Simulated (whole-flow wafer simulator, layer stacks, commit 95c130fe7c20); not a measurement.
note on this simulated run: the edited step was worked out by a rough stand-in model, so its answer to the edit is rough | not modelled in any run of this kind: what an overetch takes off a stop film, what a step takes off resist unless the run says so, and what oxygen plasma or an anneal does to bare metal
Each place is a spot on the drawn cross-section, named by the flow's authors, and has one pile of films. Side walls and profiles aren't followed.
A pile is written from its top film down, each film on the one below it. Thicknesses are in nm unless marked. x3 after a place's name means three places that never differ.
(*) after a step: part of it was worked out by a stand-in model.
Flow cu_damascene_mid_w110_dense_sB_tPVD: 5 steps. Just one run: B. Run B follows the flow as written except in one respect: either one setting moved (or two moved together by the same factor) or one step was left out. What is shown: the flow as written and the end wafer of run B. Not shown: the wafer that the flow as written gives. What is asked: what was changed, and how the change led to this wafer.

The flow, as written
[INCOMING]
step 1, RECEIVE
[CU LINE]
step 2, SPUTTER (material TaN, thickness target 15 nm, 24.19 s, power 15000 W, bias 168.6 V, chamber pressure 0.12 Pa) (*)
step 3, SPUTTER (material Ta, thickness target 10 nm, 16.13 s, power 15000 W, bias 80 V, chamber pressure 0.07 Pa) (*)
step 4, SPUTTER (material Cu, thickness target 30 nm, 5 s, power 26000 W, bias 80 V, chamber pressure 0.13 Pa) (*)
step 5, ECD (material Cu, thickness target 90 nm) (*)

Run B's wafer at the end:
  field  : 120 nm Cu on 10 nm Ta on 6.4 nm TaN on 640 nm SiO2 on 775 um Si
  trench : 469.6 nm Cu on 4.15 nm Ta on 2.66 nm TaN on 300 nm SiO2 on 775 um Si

What caused this: step 2, SPUTTER: thickness target 6.4 nm was run, whereas the flow has thickness target 15 nm; step 2, SPUTTER: 10.28 s was run, where the flow has 24.19 s.
The wafer itself shows it: field has TaN 6.4, and step 2 as written asks for 15 nm.

Step by step, how the change led to this:
  step 2, SPUTTER (material TaN, thickness target 15 nm, 24.19 s, power 15000 W, bias 168.6 V, chamber pressure 0.12 Pa) (*)
      field: +6.4 TaN (new film) (in the flow as written it would be: +15 TaN (new film))
      trench: +2.66 TaN (new film) (in the flow as written it would be: +6.23 TaN (new film))
